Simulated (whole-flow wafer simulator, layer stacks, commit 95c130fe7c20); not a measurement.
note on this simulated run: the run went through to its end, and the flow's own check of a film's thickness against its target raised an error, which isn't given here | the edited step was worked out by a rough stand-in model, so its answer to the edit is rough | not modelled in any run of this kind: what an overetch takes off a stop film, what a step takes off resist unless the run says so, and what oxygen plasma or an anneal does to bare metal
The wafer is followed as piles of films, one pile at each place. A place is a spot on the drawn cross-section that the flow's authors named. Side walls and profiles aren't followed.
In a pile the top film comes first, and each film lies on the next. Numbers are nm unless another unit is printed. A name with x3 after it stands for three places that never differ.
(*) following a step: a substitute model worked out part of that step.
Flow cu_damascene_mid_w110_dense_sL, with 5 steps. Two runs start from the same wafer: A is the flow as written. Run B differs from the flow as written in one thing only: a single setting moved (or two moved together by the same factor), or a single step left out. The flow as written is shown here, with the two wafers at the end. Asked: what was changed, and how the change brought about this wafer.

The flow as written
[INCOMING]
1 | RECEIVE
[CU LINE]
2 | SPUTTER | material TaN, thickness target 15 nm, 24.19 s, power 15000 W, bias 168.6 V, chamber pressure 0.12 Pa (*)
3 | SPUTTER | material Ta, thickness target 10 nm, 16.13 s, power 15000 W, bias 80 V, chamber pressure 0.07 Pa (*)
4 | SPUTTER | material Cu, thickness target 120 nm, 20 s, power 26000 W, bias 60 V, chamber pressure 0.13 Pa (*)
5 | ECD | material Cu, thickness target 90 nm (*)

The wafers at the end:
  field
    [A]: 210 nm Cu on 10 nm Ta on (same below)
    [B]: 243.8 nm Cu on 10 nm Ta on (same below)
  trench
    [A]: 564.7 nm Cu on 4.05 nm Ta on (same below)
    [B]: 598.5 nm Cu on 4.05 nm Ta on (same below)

What caused this: step 5, ECD: thickness target 123.8 nm was run, though the flow has thickness target 90 nm.

Step by step, how the change led to this:
  5 | ECD | material Cu, thickness target 90 nm (*)
      field: A Cu gains 90 | B Cu gains 123.8
      trench: A Cu gains 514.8 | B Cu gains 548.6
